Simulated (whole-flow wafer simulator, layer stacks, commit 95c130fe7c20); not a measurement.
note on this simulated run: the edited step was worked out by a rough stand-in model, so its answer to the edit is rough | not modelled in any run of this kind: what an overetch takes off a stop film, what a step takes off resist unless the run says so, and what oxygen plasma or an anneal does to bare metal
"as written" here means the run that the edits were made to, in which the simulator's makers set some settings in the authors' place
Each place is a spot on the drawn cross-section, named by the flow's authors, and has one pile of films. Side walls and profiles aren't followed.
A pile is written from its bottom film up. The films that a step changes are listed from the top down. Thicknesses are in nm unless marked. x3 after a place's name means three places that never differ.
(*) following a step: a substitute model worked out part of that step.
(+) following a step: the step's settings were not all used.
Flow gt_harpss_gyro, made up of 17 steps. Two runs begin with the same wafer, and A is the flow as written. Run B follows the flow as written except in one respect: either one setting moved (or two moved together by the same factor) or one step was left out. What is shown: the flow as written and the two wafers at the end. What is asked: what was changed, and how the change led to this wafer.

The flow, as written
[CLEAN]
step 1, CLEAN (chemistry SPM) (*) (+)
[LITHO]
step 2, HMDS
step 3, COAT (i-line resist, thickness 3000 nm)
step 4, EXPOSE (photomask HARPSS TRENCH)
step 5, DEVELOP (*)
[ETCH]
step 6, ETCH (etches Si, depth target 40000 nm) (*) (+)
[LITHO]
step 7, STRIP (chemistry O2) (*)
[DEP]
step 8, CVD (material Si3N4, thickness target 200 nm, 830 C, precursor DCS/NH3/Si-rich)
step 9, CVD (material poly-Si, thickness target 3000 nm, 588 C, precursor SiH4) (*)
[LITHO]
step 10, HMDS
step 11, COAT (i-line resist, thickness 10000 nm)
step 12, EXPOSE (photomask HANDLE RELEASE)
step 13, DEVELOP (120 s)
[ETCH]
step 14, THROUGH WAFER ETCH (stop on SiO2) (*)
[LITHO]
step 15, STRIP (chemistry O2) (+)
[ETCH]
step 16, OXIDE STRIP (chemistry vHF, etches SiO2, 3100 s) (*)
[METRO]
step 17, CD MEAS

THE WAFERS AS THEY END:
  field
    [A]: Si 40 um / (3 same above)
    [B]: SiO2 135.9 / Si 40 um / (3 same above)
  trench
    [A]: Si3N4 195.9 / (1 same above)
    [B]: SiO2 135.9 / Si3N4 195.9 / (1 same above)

The reason: step 16, OXIDE STRIP: 2402 s was run, though the flow has 3100 s.

How this came from the change, step by step:
  step 16, OXIDE STRIP (chemistry vHF, etches SiO2, 3100 s) (*)
      field: A under 4 films: SiO2 loses 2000 (all of it) | B under 4 films: SiO2 loses 1864.1
      trench: A under 2 films: SiO2 loses 2000 (all of it) | B under 2 films: SiO2 loses 1864.1
